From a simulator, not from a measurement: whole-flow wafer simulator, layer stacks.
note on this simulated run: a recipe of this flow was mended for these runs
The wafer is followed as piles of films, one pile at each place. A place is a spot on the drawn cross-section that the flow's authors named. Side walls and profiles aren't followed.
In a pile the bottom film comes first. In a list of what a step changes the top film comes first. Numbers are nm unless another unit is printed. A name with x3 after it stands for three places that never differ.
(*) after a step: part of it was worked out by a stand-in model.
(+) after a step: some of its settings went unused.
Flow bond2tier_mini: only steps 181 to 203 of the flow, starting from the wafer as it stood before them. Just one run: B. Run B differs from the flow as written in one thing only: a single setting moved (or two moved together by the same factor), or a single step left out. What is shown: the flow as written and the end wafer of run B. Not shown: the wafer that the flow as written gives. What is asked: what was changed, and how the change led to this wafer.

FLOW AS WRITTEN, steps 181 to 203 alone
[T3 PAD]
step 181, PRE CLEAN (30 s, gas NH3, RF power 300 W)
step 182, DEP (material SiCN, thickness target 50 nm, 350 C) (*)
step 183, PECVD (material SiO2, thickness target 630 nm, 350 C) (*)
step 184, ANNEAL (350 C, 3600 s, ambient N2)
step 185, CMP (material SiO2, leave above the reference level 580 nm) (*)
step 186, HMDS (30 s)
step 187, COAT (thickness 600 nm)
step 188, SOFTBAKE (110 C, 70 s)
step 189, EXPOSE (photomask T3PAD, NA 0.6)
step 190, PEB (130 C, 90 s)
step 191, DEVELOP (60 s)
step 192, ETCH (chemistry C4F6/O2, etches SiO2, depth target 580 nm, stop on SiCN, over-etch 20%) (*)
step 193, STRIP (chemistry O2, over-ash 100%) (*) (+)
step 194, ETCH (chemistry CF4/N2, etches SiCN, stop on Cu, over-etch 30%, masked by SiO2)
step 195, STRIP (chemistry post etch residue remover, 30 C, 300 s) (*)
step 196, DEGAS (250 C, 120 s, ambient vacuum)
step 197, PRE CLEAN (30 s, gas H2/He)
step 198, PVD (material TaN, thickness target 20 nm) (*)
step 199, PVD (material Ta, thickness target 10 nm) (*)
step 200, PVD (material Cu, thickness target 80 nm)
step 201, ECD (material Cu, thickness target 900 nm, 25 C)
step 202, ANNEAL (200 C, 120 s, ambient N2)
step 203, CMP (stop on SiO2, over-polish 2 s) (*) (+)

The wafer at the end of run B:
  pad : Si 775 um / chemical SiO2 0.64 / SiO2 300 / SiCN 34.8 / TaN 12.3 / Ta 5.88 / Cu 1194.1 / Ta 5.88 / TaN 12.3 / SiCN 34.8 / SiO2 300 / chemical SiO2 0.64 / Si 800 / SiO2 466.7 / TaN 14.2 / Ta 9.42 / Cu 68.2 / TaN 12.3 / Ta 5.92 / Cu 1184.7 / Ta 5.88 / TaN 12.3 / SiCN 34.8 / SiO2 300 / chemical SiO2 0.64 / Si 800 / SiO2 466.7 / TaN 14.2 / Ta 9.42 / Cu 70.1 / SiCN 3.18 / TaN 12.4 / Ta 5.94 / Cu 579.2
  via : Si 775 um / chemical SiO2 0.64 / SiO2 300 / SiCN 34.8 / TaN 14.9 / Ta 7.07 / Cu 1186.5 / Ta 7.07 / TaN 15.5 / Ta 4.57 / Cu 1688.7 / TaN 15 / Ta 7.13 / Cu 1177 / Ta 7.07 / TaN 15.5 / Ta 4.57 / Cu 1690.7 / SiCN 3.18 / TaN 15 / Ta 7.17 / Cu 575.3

What caused this: step 192, ETCH: over-etch 8% was run, though the flow has over-etch 20%.

How this came from the change, step by step:
  step 192, ETCH (chemistry C4F6/O2, etches SiO2, depth target 580 nm, stop on SiCN, over-etch 20%) (*)
      pad, via: SiO2 loses 580 (all of it), SiCN loses 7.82 (as written it would have been: SiO2 loses 580 (all of it), SiCN loses 19.6)
      field: thick-KrF-resist loses 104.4 (as written it would have been: thick-KrF-resist loses 116)
  step 193, STRIP (chemistry O2, over-ash 100%) (*) (+)
      field: thick-KrF-resist loses 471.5 (all of it) (as written it would have been: thick-KrF-resist loses 459.9 (all of it))
  step 194, ETCH (chemistry CF4/N2, etches SiCN, stop on Cu, over-etch 30%, masked by SiO2)
      pad, via: SiCN loses 39 (as written it would have been: SiCN loses 30.4 (all of it), Cu loses 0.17)
  step 195, STRIP (chemistry post etch residue remover, 30 C, 300 s) (*)
      pad, via: nothing (as written it would have been: Cu loses 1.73)
If metal films that touch count as one body, pad has 4 bodies (between them, from the top down: SiCN 3.18; SiO2 466.7 / Si 800 / chemical SiO2 0.64 / SiO2 300 / SiCN 34.8; SiO2 466.7 / Si 800 / chemical SiO2 0.64 / SiO2 300 / SiCN 34.8); the flow as written gives 3 bodies (between them, from the top down: SiO2 466.7 / Si 800 / chemical SiO2 0.64 / SiO2 300 / SiCN 34.8; SiO2 466.7 / Si 800 / chemical SiO2 0.64 / SiO2 300 / SiCN 34.8).
If metal films that touch count as one body, via has 2 bodies (between them, from the top down: SiCN 3.18); the flow as written gives 1 body.
